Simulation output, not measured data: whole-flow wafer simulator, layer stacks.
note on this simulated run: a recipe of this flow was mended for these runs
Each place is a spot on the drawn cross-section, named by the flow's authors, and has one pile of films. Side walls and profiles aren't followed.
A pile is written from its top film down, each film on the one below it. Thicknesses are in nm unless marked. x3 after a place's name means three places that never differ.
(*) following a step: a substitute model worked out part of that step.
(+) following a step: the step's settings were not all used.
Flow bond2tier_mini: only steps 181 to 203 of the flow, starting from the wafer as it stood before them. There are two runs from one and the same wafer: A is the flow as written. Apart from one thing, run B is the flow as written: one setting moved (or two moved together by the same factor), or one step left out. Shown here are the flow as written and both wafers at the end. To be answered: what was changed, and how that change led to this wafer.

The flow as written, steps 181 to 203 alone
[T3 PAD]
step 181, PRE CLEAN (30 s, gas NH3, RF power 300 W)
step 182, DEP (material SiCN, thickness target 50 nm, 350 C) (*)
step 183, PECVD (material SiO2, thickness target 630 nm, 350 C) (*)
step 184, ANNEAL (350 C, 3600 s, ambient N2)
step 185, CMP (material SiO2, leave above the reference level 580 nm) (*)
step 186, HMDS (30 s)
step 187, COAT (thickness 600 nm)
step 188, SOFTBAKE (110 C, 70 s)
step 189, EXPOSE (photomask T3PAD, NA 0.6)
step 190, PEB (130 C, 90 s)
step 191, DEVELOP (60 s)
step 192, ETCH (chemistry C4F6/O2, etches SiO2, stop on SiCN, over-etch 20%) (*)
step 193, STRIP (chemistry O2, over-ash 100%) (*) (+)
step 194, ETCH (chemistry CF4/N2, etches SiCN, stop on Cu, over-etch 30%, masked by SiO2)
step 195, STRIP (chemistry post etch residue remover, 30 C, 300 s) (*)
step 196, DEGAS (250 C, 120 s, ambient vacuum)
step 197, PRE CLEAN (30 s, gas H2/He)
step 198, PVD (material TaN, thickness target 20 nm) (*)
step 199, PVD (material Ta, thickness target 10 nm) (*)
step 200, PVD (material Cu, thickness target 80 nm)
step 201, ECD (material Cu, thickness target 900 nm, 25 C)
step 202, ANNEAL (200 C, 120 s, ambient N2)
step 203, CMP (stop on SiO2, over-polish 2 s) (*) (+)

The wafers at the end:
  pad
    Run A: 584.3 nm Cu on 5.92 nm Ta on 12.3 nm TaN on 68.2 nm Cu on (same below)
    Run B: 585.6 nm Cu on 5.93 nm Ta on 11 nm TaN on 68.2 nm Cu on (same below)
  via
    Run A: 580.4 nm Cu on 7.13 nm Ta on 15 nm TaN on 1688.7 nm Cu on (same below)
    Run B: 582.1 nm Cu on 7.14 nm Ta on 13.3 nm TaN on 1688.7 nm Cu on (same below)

The reason: step 198, PVD: thickness target 17.8 nm was run, though the flow has thickness target 20 nm.

Step by step, how the change led to this:
  step 198, PVD (material TaN, thickness target 20 nm) (*)
      field: A +20 TaN (new film) | B +17.8 TaN (new film)
      pad: A +12.3 TaN (new film) | B +11 TaN (new film)
      (and at 1 other place as well)
  step 203, CMP (stop on SiO2, over-polish 2 s) (*) (+)
      field: A -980 Cu (all of it), -10 Ta (all of it), -20 TaN (all of it) | B -980 Cu (all of it), -10 Ta (all of it), -17.8 TaN (all of it)
